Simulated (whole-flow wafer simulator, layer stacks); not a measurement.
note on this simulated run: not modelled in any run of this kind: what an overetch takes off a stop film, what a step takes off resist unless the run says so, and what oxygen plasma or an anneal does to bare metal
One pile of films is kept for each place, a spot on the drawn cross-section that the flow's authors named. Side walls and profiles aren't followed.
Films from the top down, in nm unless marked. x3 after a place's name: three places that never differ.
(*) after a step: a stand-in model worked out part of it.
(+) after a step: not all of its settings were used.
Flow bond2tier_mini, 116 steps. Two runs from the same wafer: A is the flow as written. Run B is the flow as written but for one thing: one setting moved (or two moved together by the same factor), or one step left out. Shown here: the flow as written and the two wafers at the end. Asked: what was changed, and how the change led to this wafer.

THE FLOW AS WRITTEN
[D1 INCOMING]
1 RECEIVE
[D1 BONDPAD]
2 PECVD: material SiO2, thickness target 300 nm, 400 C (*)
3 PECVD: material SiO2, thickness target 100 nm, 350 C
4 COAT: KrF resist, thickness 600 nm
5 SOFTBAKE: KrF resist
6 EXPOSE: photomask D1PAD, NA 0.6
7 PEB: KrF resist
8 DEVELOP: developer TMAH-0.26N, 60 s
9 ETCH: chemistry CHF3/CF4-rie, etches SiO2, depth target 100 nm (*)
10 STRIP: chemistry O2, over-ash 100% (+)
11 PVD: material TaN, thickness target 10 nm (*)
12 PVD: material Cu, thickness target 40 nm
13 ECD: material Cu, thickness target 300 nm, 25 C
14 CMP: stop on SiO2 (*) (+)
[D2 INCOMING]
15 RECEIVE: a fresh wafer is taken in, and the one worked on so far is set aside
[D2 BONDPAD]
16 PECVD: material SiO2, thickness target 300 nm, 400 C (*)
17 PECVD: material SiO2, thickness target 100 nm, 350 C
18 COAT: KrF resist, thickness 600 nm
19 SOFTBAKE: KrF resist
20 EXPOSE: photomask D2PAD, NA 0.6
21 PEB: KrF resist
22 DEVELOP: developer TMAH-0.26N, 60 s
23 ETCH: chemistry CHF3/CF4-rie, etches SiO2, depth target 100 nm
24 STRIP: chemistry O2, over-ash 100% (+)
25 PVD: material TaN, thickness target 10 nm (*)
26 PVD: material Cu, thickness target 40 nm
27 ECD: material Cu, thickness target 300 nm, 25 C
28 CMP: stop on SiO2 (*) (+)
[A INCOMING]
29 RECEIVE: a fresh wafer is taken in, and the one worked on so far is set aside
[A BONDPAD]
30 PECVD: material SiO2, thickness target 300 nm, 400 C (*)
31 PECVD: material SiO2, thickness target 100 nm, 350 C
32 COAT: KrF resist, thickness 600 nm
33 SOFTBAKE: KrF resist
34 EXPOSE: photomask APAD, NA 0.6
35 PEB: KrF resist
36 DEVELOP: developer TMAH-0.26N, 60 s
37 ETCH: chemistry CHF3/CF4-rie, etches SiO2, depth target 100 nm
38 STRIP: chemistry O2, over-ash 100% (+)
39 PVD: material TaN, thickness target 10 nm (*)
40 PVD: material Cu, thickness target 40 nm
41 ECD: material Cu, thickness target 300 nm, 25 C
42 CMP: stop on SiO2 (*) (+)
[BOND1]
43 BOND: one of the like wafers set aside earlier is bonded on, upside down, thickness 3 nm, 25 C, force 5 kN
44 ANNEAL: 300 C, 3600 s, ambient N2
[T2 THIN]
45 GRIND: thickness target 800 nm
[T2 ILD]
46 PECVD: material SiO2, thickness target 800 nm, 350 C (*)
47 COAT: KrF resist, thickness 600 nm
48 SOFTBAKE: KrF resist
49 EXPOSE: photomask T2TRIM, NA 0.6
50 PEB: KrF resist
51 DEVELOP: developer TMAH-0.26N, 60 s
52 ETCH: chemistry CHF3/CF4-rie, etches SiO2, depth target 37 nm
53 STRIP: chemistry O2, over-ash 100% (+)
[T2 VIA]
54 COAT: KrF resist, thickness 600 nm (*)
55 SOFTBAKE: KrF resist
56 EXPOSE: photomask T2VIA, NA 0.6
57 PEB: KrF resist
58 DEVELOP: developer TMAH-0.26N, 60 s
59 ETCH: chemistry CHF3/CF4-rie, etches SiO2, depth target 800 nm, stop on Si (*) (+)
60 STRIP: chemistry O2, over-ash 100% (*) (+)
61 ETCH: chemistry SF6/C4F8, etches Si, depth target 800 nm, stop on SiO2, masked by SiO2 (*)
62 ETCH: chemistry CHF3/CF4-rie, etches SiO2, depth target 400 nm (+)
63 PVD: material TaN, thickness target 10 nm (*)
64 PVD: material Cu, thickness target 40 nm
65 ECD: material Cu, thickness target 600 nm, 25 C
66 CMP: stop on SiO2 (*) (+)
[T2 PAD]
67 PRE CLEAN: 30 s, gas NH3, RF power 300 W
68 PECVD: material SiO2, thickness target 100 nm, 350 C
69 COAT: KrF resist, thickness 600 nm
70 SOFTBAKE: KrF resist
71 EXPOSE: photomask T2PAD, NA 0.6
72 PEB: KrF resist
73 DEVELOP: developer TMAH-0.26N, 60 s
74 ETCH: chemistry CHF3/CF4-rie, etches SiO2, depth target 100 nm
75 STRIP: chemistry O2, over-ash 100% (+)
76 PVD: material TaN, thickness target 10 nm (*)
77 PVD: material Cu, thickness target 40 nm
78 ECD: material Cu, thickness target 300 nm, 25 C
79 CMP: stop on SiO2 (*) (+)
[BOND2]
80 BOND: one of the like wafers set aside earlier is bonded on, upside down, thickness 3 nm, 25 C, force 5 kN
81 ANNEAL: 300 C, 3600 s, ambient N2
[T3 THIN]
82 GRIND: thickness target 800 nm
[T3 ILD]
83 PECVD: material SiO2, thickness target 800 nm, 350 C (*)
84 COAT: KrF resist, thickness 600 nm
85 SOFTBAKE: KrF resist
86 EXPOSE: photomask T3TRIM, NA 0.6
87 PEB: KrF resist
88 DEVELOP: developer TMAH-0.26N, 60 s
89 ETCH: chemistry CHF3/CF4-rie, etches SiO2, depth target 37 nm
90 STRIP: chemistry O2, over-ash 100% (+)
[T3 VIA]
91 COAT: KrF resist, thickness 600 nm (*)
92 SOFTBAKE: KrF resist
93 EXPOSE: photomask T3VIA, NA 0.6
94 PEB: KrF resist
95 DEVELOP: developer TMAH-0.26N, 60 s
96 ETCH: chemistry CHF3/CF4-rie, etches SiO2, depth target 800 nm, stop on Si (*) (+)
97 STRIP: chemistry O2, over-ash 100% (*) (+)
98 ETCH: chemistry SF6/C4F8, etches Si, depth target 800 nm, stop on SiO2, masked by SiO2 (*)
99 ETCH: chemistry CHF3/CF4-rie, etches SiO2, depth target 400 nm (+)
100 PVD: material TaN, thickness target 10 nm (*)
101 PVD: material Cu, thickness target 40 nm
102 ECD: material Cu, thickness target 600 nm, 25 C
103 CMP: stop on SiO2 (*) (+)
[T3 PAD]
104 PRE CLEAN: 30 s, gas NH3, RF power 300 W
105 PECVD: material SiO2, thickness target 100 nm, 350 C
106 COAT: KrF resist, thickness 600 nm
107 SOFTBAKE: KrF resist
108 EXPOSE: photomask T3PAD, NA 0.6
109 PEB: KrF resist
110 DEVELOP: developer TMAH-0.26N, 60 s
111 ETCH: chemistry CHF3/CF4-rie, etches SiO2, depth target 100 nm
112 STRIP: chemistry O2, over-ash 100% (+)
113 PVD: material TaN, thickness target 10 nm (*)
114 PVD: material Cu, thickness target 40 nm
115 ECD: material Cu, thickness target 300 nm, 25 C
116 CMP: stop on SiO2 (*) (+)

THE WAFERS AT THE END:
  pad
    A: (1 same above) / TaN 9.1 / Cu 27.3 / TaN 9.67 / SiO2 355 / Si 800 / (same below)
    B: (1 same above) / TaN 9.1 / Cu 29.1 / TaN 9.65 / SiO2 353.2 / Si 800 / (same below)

The cause: step 89, ETCH: depth target 38.8 nm was run, where the flow has depth target 37 nm.

How the change led to this, step by step:
  89 ETCH: chemistry CHF3/CF4-rie, etches SiO2, depth target 37 nm
      field: A KrF resist -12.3 | B KrF resist -12.9
      pad: A SiO2 -37 | B SiO2 -38.8
